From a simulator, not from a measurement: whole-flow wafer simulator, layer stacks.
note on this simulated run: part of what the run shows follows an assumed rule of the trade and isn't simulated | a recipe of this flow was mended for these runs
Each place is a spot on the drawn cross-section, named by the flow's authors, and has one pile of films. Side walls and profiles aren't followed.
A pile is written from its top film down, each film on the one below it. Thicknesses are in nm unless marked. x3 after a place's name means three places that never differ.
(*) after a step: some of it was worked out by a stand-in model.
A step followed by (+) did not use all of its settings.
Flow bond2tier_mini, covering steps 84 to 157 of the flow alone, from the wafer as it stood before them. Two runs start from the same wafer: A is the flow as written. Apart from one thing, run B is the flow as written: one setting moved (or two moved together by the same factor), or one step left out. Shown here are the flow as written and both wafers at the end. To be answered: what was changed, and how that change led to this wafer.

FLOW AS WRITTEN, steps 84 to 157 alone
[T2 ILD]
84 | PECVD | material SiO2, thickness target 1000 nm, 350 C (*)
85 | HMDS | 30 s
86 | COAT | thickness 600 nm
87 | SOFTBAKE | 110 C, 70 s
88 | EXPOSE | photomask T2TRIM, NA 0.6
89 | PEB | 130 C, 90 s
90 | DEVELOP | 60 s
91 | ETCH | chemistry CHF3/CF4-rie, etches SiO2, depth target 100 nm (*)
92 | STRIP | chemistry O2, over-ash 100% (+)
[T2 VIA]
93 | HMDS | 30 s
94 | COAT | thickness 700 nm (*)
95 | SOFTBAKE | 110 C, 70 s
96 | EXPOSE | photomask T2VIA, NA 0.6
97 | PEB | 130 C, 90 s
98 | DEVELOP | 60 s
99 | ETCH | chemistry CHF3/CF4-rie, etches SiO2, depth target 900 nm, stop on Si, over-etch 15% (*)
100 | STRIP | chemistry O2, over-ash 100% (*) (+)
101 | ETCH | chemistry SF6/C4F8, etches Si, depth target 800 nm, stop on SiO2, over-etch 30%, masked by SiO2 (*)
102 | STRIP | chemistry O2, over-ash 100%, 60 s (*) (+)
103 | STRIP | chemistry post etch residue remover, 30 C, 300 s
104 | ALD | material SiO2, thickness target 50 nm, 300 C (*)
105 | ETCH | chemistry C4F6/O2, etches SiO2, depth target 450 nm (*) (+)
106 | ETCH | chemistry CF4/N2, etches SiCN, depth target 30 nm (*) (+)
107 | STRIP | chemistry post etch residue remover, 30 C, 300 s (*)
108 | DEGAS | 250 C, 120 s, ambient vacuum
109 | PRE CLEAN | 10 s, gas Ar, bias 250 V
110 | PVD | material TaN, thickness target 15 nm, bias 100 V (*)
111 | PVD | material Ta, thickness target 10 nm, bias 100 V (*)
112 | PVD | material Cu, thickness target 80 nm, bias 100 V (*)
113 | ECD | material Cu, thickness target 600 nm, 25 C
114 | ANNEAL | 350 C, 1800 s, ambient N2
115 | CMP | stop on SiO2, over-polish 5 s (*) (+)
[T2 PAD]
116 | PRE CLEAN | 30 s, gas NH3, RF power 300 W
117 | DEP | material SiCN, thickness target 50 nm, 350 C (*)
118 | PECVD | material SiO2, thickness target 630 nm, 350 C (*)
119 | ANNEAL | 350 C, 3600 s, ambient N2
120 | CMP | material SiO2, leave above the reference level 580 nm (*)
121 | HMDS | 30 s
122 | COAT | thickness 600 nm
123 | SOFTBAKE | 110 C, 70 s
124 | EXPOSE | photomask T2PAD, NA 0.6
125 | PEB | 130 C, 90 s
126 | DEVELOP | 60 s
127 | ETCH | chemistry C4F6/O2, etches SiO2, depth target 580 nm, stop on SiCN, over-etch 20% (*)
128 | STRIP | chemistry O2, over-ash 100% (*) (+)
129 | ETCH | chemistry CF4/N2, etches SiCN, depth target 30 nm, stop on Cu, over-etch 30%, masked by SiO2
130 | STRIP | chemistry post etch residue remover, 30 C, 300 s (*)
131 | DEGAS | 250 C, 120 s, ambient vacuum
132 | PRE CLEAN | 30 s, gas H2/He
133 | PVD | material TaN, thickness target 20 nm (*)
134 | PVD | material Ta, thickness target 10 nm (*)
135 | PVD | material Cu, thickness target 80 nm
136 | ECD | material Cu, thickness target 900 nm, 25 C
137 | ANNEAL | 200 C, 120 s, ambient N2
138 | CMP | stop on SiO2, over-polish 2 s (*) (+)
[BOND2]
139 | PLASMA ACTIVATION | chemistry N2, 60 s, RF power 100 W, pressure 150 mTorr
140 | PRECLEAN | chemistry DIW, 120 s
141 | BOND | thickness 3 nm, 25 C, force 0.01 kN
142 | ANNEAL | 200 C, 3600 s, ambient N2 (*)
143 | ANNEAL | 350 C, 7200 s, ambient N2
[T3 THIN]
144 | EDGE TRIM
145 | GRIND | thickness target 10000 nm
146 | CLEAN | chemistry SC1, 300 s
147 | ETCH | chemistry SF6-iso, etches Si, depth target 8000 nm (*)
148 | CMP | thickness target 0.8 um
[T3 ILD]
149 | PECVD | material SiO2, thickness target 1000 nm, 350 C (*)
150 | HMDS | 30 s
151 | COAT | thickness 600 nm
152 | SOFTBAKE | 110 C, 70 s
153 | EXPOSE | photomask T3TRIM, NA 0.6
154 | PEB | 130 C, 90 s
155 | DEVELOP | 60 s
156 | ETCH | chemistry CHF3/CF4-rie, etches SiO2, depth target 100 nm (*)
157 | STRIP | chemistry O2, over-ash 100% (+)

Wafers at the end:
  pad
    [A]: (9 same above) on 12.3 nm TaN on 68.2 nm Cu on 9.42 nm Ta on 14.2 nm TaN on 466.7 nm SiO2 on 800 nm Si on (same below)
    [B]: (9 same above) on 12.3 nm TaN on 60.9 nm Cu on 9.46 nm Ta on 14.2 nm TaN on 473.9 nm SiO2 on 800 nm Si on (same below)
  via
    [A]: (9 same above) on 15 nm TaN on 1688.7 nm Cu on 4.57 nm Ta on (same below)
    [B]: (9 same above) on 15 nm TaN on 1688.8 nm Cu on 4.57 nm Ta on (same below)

What caused this: step 91, ETCH: depth target 92.8 nm was run, though the flow has depth target 100 nm.

Step by step, how the change led to this:
  91 | ETCH | chemistry CHF3/CF4-rie, etches SiO2, depth target 100 nm (*)
      pad, via: A -100 SiO2 | B -92.8 SiO2
      field: A -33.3 thick-KrF-resist | B -30.9 thick-KrF-resist
  99 | ETCH | chemistry CHF3/CF4-rie, etches SiO2, depth target 900 nm, stop on Si, over-etch 15% (*)
      via: A -900 SiO2 (all of it), -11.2 Si | B -907.2 SiO2 (all of it), -10.6 Si
